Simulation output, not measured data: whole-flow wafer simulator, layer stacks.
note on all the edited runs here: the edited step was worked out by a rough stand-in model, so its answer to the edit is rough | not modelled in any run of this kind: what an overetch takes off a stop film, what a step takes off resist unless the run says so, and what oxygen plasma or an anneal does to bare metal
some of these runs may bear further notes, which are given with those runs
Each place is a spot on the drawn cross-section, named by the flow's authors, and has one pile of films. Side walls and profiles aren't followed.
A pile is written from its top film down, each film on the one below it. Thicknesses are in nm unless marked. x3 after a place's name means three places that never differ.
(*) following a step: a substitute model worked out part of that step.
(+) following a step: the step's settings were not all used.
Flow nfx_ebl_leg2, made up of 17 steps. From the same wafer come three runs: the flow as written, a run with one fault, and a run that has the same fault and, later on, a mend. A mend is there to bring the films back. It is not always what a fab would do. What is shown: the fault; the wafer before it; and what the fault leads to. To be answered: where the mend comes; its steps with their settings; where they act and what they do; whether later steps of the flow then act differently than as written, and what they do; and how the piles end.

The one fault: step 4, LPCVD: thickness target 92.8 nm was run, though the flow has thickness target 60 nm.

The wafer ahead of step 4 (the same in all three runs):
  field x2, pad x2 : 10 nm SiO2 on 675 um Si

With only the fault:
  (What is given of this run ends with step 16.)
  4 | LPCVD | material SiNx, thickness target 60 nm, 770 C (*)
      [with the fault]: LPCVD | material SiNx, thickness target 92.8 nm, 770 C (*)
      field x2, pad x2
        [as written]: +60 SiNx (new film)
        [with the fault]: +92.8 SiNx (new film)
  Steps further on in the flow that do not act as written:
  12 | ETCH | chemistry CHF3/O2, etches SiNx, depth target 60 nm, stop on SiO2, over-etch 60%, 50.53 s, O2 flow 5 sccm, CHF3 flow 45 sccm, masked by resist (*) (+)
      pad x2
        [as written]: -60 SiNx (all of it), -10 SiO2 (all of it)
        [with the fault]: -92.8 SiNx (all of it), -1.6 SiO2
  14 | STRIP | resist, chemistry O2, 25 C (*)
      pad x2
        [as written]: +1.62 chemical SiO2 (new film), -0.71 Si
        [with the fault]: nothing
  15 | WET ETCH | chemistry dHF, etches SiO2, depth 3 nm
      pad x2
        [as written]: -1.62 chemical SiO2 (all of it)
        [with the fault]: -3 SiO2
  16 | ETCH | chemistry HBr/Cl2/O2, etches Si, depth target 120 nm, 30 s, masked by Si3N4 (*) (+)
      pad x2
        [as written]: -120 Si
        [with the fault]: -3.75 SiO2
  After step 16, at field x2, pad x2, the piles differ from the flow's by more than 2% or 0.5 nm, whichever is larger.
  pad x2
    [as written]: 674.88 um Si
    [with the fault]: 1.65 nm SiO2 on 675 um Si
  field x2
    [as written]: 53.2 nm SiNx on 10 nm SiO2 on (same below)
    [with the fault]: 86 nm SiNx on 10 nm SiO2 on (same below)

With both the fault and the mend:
  The mend stands after step 5.
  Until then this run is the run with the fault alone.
  5a | ETCH | chemistry h3po4, depth target 106.7 nm
      field x2, pad x2
        -92.8 SiNx (all of it)
  5b | CLEAN | chemistry SC1/SC2 (the flow's step 2, run once more)
      leaves every film unchanged at each place that is followed
  5c | LPCVD | material SiNx, thickness target 60 nm, 770 C (*) (the flow's step 4, run once more)
      field x2, pad x2
        +60 SiNx (new film)
  None of the later steps of the flow acts differently than as written at any place that is followed.
  At every place that both follow, the piles at the end match the flow's.
